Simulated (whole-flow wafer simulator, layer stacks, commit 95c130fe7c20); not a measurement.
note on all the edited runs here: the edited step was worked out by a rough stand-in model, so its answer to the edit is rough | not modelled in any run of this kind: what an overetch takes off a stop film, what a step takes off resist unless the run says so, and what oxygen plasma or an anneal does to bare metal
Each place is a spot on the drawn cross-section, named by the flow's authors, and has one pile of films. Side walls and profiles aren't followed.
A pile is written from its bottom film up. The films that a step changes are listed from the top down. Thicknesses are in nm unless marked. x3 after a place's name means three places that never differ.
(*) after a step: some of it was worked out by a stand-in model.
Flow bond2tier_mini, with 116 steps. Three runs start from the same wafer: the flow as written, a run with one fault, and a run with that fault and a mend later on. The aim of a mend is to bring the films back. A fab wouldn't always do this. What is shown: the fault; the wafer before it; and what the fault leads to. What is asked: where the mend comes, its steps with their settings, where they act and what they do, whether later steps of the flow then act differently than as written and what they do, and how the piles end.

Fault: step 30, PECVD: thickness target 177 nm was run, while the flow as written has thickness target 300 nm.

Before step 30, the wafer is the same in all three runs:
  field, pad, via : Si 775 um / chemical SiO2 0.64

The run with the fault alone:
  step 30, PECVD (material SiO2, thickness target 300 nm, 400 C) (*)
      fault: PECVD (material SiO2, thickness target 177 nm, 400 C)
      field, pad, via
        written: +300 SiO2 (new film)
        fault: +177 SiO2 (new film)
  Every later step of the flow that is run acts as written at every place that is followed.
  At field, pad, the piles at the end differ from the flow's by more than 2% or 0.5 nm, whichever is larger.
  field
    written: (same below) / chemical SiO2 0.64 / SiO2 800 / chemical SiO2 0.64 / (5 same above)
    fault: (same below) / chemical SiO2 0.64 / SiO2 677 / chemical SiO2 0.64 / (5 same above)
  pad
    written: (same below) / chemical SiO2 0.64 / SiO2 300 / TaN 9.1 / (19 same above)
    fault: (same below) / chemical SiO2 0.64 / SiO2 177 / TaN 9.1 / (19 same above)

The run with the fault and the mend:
  After step 30 comes the mend.
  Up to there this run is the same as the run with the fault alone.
  step 30a, PECVD (material SiO2, thickness target 123 nm, 400 C) (a further turn of the flow's step 30, with different settings)
      field, pad, via
        +123 SiO2
  Every later step of the flow that is run acts as written at every place that is followed.
  At every place that both follow, the piles at the end match the flow's.
